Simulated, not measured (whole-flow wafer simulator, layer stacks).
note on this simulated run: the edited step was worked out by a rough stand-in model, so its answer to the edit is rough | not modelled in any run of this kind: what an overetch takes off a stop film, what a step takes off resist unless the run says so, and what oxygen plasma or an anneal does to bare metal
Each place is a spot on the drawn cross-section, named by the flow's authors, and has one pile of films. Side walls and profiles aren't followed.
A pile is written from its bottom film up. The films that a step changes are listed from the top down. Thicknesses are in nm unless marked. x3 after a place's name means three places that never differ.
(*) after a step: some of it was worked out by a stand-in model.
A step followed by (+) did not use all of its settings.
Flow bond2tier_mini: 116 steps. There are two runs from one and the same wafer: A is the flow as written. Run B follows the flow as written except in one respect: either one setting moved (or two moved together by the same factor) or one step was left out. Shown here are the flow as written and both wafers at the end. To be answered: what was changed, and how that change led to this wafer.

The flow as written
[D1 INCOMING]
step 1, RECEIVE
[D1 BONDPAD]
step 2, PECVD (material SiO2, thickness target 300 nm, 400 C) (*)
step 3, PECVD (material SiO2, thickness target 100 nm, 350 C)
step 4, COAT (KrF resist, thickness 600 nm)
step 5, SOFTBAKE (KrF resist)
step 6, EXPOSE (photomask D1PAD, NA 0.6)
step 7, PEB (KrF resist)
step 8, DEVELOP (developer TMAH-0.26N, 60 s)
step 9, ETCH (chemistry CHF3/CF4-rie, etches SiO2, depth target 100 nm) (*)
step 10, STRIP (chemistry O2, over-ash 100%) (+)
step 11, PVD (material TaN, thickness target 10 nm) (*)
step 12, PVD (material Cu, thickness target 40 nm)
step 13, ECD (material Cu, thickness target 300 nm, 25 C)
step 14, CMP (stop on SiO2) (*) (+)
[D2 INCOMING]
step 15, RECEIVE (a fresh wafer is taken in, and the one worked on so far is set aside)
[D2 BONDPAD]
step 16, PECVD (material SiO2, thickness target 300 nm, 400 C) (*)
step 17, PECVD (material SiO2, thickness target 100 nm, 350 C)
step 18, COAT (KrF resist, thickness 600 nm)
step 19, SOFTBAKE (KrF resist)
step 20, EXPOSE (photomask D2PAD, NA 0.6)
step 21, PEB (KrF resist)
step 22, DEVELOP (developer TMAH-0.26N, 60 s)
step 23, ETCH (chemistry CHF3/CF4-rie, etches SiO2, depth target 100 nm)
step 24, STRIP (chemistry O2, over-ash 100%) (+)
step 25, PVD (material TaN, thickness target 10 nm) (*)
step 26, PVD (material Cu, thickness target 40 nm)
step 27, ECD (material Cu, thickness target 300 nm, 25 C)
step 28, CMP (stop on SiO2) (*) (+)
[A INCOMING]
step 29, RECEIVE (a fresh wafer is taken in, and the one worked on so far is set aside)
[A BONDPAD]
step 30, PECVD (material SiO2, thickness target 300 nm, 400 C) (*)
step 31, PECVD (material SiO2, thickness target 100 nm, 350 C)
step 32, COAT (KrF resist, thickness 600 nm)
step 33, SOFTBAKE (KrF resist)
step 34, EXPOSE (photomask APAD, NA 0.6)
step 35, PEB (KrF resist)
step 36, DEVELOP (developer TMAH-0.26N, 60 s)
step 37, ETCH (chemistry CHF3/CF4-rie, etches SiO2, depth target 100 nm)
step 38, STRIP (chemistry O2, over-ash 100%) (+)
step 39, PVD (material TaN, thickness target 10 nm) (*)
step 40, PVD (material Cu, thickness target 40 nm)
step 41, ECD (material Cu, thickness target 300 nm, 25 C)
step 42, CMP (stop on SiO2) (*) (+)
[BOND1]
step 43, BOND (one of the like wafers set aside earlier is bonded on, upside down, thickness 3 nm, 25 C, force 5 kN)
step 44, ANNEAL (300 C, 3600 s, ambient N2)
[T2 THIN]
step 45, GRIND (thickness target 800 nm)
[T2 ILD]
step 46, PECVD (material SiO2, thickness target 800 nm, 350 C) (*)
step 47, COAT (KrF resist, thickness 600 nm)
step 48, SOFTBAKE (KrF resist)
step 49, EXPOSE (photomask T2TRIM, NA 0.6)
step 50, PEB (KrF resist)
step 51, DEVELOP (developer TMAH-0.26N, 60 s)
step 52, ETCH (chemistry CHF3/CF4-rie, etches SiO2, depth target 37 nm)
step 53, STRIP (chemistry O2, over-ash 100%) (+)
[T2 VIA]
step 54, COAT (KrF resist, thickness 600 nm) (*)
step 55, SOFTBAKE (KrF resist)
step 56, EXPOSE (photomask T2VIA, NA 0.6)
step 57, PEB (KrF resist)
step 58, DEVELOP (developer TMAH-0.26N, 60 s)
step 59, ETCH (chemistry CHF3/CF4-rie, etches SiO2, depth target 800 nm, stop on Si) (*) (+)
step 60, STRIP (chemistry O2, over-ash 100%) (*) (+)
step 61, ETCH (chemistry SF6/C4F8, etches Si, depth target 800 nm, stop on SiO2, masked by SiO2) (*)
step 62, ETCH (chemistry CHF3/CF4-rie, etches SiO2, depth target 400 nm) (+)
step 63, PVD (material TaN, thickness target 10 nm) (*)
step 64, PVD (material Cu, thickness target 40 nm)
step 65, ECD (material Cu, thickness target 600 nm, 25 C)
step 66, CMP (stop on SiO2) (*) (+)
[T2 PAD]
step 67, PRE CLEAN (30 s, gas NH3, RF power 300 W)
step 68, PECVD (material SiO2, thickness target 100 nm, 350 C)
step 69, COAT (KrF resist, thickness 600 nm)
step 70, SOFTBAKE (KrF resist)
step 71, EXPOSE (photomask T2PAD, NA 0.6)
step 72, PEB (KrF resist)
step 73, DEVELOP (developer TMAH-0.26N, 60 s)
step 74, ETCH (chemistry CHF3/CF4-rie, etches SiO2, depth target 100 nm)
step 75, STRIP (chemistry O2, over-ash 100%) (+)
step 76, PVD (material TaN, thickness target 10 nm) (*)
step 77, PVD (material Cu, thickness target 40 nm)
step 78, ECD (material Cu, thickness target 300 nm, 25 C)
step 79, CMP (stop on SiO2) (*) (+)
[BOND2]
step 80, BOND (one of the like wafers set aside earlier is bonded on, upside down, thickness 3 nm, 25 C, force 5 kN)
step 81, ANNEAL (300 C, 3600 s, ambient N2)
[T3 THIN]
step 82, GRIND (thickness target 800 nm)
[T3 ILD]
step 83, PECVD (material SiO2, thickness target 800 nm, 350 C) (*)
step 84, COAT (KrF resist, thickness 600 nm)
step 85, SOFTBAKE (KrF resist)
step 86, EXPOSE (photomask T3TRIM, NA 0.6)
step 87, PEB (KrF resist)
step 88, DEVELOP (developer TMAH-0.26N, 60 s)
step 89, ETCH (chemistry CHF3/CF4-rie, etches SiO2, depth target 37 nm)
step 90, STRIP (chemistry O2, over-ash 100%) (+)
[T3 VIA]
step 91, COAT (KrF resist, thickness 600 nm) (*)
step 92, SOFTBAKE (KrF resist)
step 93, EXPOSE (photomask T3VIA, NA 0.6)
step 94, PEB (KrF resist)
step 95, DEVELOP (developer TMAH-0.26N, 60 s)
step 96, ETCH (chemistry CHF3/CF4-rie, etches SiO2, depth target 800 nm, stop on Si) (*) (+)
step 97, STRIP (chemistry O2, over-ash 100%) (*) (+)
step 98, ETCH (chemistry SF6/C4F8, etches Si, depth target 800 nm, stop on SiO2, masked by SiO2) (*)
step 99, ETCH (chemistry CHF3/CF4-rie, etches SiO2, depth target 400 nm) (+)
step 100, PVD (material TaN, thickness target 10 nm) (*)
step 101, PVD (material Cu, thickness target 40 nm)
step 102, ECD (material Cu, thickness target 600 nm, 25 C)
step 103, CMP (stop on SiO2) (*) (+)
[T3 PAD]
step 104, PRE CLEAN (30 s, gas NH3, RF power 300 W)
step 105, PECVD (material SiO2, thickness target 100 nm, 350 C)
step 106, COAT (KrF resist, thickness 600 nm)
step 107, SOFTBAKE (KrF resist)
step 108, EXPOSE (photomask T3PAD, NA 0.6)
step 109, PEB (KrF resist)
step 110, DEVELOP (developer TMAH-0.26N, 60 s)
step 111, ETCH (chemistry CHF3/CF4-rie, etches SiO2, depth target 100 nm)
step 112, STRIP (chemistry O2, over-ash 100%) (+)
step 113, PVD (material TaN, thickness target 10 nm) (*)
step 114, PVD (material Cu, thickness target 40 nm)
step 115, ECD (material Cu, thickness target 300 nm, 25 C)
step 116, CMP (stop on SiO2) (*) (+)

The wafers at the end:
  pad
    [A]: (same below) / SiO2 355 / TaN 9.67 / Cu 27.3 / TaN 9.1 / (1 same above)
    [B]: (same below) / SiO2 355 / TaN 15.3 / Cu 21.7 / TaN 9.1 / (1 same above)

The reason: step 100, PVD: thickness target 15.8 nm was run, while the flow as written has thickness target 10 nm.

The path from the change to this, step by step:
  step 100, PVD (material TaN, thickness target 10 nm) (*)
      field: A +10 TaN (new film) | B +15.8 TaN (new film)
      pad: A +9.67 TaN (new film) | B +15.3 TaN (new film)
  step 103, CMP (stop on SiO2) (*) (+)
      field: A -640 Cu (all of it), -10 TaN (all of it) | B -640 Cu (all of it), -15.8 TaN (all of it)
